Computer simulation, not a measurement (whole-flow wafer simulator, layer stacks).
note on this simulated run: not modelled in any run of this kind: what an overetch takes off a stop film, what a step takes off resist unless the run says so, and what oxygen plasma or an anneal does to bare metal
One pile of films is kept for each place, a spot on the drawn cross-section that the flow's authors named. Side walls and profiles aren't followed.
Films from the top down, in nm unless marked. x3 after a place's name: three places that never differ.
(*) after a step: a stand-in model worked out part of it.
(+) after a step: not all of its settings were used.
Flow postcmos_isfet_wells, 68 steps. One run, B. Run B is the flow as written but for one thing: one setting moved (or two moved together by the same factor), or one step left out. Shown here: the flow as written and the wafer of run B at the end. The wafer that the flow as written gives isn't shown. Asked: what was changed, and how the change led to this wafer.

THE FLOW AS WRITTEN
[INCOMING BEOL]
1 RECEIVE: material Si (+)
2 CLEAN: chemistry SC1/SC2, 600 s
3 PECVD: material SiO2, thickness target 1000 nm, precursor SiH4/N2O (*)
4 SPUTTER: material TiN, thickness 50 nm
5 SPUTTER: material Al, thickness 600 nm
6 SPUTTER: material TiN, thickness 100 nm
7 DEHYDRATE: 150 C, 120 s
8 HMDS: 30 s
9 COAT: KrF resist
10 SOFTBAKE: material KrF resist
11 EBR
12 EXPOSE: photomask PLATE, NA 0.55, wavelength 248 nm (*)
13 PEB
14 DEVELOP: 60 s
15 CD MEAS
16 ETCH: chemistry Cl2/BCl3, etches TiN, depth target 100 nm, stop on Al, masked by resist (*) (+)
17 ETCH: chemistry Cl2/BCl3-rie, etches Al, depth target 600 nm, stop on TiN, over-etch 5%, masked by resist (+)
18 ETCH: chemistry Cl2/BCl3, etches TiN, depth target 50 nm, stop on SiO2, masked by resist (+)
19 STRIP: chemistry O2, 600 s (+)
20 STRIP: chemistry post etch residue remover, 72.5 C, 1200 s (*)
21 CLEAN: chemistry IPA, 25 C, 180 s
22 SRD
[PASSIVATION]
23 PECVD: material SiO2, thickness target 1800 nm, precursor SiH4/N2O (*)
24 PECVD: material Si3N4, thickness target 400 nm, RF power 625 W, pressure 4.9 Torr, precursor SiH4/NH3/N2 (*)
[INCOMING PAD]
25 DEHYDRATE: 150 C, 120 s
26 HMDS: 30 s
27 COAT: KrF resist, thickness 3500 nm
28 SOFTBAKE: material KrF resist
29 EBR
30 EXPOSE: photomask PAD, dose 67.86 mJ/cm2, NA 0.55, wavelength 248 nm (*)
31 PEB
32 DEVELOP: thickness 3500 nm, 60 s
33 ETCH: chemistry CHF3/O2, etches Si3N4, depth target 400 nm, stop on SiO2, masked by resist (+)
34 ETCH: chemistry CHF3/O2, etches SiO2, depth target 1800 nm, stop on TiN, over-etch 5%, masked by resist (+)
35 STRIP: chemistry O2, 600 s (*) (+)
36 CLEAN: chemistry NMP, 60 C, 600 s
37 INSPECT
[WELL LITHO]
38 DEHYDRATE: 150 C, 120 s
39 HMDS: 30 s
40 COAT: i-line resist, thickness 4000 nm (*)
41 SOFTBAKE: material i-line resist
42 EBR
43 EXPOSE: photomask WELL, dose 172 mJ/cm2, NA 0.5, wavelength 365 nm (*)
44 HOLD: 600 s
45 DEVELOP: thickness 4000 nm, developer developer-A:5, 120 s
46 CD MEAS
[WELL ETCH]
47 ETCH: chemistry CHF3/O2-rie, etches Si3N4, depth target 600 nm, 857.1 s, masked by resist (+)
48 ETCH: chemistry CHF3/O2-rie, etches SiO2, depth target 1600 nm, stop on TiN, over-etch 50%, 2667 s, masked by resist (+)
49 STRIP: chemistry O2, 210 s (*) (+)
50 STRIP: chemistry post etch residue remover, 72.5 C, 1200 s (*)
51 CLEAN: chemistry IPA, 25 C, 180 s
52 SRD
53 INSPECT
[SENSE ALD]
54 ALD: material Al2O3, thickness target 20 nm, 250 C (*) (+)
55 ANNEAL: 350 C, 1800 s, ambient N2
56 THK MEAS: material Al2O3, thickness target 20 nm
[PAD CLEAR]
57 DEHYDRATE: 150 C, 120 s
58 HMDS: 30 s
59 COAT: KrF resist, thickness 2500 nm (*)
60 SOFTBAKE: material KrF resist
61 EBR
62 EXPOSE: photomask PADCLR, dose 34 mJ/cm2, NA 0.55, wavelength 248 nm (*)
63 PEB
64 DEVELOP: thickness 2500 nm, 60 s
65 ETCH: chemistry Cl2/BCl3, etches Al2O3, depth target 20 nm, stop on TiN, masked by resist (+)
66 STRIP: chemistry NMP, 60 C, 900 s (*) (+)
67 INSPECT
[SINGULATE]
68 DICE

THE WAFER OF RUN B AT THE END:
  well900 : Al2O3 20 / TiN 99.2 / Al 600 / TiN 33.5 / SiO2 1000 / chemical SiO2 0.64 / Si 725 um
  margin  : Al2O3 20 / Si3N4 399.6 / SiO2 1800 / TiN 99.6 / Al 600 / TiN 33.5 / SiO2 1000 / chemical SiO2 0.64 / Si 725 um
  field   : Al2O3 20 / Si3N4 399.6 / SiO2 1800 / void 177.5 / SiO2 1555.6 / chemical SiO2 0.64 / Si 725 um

The cause: step 4, SPUTTER: thickness 33.5 nm was run, where the flow has thickness 50 nm.
It can be read off the wafer: well900 has TiN 33.5, and step 4 as written asks for 50 nm.

How the change led to this, step by step:
  4 SPUTTER: material TiN, thickness 50 nm
      field, margin, well900, well1300 x3, pad_rim, pad_clr, pad_open: TiN +33.5 (new film) (as written it would be: TiN +50 (new film))
  18 ETCH: chemistry Cl2/BCl3, etches TiN, depth target 50 nm, stop on SiO2, masked by resist (+)
      field: TiN -33.5 (all of it) (as written it would be: TiN -50 (all of it))
  23 PECVD: material SiO2, thickness target 1800 nm, precursor SiH4/N2O (*)
      field: SiO2 +1800 (new film), void +177.5 (new film), SiO2 +555.6 (as written it would be: SiO2 +1800 (new film), void +189.9 (new film), SiO2 +559.7)
